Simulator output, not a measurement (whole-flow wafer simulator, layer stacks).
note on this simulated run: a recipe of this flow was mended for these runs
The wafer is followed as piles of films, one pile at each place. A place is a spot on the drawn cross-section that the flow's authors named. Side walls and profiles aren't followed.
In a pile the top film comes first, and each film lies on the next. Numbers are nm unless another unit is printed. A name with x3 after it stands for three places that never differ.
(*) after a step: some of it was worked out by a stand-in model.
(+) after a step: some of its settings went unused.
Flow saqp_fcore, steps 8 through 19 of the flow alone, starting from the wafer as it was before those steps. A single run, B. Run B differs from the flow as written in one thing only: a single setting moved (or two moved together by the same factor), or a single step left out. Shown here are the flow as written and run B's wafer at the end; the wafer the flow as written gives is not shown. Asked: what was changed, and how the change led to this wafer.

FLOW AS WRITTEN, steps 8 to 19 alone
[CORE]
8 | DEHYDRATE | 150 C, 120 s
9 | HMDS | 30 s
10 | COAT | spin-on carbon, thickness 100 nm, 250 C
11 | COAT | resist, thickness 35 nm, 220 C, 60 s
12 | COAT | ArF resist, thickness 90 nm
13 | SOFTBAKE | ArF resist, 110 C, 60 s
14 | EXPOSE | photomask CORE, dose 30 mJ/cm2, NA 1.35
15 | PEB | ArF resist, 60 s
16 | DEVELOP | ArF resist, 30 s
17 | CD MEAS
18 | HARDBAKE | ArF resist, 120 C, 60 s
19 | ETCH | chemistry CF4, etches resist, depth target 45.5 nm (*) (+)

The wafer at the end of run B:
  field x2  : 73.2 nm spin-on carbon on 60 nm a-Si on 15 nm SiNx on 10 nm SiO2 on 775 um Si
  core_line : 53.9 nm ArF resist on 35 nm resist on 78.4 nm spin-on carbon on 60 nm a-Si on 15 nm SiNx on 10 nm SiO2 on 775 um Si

Cause: step 10, COAT: thickness 78.4 nm was run, while the flow as written has thickness 100 nm.
One can read it off the wafer: core_line has spin-on carbon 78.4, and step 10 as written asks for 100 nm.

Step by step, how the change led to this:
  10 | COAT | spin-on carbon, thickness 100 nm, 250 C
      field x2, core_line: +78.4 spin-on carbon (new film) (as written it would have been: +100 spin-on carbon (new film))
